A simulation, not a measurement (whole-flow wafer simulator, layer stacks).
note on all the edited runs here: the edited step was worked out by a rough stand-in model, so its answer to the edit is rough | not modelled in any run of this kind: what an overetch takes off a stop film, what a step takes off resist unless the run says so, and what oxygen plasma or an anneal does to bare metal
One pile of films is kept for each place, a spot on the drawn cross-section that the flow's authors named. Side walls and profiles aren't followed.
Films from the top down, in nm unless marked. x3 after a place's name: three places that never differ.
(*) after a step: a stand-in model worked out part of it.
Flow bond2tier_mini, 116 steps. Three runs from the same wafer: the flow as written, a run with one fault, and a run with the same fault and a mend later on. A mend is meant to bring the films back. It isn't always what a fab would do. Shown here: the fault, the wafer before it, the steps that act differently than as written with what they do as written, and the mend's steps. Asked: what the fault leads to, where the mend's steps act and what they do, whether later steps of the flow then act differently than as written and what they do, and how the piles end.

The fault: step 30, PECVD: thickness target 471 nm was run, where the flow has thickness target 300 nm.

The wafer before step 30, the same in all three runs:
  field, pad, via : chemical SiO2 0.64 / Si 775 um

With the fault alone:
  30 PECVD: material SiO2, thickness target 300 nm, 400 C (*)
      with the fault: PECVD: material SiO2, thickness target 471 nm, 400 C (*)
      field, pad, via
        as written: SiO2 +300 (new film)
        with the fault: SiO2 +471 (new film)
  No later step of the flow acts differently than as written at any place that is followed.
  At the end the piles differ from the flow's by more than 2% or 0.5 nm, whichever is larger, at field, pad.
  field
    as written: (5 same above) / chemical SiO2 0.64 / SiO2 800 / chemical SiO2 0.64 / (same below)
    with the fault: (5 same above) / chemical SiO2 0.64 / SiO2 971 / chemical SiO2 0.64 / (same below)
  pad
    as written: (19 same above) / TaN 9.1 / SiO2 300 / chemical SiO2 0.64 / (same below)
    with the fault: (19 same above) / TaN 9.1 / SiO2 471 / chemical SiO2 0.64 / (same below)

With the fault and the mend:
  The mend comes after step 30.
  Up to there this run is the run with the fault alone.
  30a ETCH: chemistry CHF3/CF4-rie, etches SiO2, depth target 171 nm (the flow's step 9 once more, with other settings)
      field, pad, via
        SiO2 -171
  No later step of the flow acts differently than as written at any place that is followed.
  At the end the piles are the same as the flow's at every place that both follow.
